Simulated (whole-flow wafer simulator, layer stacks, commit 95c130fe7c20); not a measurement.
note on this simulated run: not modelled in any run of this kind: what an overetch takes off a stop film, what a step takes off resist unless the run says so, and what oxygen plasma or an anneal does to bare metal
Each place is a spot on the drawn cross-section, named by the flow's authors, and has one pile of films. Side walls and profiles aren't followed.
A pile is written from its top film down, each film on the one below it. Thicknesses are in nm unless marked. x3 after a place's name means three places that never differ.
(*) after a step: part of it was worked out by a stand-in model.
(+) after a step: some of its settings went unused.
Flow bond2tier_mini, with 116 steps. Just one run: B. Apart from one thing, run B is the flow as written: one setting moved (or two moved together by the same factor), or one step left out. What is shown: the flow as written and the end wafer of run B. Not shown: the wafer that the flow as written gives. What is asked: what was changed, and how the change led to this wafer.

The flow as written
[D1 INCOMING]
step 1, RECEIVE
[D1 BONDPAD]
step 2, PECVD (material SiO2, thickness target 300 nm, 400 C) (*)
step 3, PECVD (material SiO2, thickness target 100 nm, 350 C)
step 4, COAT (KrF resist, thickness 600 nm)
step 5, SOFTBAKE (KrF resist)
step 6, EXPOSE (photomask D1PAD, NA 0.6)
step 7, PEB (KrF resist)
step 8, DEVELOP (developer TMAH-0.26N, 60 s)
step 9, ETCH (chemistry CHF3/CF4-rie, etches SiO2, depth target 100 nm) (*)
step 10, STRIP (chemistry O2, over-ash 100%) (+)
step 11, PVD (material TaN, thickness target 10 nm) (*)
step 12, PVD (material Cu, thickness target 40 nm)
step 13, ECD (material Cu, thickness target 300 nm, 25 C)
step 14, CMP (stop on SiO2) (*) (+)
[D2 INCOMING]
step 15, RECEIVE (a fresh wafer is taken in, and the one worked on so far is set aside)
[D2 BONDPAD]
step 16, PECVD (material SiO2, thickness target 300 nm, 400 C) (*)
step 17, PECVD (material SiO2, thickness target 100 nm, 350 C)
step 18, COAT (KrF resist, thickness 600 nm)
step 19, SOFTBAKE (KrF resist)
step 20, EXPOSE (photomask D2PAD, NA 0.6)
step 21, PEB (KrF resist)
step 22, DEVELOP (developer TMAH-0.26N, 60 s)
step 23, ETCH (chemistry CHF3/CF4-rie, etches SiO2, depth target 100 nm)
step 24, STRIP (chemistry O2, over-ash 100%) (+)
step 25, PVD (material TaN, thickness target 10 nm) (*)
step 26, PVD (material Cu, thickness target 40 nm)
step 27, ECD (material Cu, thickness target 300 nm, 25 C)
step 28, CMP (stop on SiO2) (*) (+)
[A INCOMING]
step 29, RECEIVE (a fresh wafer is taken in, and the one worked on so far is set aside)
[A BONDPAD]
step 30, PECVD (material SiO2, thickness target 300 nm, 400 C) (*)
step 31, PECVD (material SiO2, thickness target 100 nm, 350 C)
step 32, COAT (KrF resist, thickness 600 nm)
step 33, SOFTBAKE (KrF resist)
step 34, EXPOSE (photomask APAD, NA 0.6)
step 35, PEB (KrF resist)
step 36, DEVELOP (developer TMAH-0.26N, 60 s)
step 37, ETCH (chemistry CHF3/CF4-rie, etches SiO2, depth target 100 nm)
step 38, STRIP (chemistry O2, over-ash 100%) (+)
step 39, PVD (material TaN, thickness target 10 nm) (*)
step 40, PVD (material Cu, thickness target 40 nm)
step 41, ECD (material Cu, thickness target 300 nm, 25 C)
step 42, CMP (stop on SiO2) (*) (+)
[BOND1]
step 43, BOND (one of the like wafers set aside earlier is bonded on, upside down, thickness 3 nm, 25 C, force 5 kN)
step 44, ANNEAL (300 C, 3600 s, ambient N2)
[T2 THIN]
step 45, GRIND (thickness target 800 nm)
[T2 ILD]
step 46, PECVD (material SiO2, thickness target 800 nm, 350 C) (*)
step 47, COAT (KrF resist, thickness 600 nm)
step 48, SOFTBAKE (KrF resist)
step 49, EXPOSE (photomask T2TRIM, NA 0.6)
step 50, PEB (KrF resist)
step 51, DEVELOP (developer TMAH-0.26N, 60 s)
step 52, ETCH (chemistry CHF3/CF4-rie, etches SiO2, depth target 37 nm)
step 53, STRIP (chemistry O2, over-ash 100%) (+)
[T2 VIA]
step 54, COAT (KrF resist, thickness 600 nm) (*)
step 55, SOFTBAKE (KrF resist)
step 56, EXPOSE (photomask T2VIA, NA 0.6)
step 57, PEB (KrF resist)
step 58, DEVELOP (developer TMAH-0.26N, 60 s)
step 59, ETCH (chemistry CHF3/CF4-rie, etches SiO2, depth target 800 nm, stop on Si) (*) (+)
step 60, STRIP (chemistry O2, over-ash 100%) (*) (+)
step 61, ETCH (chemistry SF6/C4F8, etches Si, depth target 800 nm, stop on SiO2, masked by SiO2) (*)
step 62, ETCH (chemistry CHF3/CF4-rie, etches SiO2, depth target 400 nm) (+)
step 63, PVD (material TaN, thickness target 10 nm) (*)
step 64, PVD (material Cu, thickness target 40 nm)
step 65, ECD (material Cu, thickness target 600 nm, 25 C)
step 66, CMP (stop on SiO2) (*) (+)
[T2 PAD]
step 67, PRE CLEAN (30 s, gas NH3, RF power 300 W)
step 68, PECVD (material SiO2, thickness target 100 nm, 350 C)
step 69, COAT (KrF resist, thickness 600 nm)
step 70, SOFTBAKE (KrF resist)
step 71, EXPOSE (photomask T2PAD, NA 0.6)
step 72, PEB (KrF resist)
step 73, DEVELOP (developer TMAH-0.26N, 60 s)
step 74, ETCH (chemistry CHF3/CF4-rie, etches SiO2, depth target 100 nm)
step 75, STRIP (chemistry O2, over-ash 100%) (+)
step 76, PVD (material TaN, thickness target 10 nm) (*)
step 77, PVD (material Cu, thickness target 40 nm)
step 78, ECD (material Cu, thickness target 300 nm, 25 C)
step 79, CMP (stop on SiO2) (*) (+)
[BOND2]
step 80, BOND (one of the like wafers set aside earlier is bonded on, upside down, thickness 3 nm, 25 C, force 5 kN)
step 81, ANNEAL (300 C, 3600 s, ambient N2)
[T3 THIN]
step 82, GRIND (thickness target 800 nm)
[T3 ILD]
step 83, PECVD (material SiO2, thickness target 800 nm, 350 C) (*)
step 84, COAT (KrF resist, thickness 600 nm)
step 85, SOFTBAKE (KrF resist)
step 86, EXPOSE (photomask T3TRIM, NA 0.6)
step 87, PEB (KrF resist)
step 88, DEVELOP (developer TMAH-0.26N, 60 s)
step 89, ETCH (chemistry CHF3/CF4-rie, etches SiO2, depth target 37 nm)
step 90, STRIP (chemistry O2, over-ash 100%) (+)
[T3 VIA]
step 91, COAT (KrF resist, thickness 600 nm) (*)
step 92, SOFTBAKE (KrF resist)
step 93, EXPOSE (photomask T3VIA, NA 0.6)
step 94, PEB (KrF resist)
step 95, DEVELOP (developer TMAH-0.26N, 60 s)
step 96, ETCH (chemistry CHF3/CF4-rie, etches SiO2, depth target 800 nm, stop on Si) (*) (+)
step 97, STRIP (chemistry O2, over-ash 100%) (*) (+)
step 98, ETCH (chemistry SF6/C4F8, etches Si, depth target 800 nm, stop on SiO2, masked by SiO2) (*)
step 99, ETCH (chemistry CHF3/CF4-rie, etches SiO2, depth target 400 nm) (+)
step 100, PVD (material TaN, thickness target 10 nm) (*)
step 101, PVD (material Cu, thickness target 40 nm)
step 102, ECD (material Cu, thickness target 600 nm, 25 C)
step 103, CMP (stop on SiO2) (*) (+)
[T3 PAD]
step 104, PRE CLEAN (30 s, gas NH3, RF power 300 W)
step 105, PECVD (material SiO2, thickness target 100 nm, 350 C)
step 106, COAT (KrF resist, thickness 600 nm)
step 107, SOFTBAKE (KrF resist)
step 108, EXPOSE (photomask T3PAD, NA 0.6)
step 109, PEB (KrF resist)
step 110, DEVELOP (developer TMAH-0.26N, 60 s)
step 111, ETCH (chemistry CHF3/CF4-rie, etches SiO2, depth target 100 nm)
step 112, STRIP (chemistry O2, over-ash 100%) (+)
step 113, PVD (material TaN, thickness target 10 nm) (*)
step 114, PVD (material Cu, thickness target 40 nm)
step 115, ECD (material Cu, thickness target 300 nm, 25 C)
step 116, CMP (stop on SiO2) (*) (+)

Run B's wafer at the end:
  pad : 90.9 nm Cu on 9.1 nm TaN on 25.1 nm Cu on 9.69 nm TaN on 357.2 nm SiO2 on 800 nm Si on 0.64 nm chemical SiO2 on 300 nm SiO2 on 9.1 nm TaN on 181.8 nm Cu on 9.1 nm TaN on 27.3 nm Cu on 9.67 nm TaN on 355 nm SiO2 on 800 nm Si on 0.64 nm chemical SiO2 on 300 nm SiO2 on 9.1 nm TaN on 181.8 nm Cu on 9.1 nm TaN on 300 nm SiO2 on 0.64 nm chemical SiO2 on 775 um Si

What caused this: step 89, ETCH: depth target 34.8 nm was run, whereas the flow has depth target 37 nm.

How this came from the change, step by step:
  step 89, ETCH (chemistry CHF3/CF4-rie, etches SiO2, depth target 37 nm)
      field: KrF resist loses 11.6 (as written it would have been: KrF resist loses 12.3)
      pad: SiO2 loses 34.8 (as written it would have been: SiO2 loses 37)
